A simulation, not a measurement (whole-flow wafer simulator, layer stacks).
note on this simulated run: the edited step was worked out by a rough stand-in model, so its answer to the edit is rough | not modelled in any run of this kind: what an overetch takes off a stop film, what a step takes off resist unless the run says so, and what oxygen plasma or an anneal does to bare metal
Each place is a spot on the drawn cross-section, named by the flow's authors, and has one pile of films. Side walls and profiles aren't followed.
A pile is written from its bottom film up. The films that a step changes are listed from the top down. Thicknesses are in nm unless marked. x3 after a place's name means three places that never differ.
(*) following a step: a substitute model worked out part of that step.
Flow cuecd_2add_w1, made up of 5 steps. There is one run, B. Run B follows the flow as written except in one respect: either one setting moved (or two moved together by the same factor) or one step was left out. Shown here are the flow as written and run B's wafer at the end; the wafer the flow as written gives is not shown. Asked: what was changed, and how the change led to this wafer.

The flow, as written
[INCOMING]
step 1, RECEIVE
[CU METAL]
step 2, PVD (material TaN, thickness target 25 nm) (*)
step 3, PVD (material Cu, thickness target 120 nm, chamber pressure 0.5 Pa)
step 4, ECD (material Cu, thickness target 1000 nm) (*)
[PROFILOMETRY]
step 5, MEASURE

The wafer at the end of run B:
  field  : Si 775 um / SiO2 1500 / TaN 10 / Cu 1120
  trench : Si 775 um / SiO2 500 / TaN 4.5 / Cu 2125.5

Cause: step 2, PVD: thickness target 10 nm was run, whereas the flow has thickness target 25 nm.
The wafer lets one read it off: field has TaN 10, and step 2 as written asks for 25 nm.

How this came from the change, step by step:
  step 2, PVD (material TaN, thickness target 25 nm) (*)
      field: +10 TaN (new film) (it would be, as written: +25 TaN (new film))
      trench: +4.5 TaN (new film) (it would be, as written: +11.2 TaN (new film))
